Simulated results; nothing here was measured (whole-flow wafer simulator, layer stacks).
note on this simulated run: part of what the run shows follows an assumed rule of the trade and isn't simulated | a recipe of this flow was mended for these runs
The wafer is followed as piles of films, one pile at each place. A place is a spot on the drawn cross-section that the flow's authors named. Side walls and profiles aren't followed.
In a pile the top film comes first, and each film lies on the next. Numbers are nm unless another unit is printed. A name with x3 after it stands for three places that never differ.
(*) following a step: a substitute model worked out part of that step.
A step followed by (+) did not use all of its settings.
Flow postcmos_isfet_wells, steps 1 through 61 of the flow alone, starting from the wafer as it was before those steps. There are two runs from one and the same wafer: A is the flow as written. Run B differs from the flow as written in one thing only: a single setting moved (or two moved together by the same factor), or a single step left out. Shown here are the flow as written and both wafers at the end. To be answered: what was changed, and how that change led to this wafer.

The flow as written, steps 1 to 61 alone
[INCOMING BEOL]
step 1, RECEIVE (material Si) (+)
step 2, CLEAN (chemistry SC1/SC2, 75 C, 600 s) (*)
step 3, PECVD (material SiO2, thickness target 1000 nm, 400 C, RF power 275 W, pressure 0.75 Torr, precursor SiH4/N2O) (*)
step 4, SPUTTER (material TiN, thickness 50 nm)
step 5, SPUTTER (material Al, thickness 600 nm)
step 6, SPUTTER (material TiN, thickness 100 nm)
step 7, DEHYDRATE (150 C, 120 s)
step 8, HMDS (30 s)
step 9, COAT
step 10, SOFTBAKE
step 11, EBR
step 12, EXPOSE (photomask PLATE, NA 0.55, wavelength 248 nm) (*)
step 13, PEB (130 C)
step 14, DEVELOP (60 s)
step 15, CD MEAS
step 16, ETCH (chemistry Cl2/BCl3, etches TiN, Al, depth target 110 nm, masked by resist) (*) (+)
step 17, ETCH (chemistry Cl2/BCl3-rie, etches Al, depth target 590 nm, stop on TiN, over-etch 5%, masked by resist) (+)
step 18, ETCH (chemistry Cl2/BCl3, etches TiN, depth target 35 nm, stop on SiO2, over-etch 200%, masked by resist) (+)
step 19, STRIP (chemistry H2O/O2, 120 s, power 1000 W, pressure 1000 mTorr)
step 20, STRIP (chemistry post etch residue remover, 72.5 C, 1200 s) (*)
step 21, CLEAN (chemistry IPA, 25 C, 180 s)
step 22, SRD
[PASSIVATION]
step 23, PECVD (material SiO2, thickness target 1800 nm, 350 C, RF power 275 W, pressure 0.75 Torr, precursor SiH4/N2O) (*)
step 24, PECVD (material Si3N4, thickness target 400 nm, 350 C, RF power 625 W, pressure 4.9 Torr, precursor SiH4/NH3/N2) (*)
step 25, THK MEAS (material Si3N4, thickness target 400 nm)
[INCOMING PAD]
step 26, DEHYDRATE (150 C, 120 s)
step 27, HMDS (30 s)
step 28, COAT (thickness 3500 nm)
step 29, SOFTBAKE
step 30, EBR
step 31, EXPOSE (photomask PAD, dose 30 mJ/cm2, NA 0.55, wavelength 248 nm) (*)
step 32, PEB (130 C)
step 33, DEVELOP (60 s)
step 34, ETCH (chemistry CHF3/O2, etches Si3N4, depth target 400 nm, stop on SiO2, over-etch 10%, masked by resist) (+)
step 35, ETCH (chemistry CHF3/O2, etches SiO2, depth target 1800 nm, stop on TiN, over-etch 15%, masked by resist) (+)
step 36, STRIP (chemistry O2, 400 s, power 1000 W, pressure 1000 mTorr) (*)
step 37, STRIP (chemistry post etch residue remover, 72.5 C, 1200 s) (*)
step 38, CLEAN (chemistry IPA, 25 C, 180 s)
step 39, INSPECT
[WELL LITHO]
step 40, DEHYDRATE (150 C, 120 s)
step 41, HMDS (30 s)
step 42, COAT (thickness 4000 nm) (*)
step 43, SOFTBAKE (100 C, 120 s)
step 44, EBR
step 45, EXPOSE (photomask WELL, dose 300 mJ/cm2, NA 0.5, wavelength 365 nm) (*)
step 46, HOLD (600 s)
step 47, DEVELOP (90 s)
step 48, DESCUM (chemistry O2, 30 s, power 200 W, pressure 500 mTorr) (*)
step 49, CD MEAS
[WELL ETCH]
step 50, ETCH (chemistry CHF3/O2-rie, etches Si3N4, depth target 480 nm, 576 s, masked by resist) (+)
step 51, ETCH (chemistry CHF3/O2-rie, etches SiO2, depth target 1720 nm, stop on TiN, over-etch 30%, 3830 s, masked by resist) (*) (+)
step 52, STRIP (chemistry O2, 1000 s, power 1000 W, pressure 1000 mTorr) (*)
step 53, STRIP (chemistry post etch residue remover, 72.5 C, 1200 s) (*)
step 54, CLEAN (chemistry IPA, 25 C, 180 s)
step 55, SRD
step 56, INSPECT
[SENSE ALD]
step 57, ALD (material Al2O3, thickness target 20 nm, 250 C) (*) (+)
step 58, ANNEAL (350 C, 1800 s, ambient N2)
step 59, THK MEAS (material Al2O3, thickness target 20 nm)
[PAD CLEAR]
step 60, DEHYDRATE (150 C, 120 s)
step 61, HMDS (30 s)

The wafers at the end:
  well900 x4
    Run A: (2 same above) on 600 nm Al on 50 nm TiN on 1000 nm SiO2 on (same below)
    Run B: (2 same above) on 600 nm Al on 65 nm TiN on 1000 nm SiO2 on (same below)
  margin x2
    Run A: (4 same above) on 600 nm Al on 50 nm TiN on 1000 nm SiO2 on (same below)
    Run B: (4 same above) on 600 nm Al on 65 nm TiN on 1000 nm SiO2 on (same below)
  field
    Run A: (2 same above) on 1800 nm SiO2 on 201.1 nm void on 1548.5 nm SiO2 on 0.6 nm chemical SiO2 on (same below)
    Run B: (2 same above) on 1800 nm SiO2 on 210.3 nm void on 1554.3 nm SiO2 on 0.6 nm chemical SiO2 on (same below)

Cause: step 4, SPUTTER: thickness 65 nm was run, though the flow has thickness 50 nm.
One can read it off the wafer: well900 x4 has TiN 65, and step 4 as written asks for 50 nm.

The path from the change to this, step by step:
  step 4, SPUTTER (material TiN, thickness 50 nm)
      field, margin x2, well900 x4, pad_clr, pad_open: A TiN gains 50 (new film) | B TiN gains 65 (new film)
  step 18, ETCH (chemistry Cl2/BCl3, etches TiN, depth target 35 nm, stop on SiO2, over-etch 200%, masked by resist) (+)
      margin x2, well900 x4, pad_clr, pad_open: A thick-KrF-resist loses 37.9 | B thick-KrF-resist loses 42
      field: A TiN loses 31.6 (all of it), SiO2 loses 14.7 | B TiN loses 46.6 (all of it), SiO2 loses 11.7
  step 23, PECVD (material SiO2, thickness target 1800 nm, 350 C, RF power 275 W, pressure 0.75 Torr, precursor SiH4/N2O) (*)
      field: A SiO2 gains 1800 (new film), void gains 201.1 (new film), SiO2 gains 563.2 | B SiO2 gains 1800 (new film), void gains 210.3 (new film), SiO2 gains 566
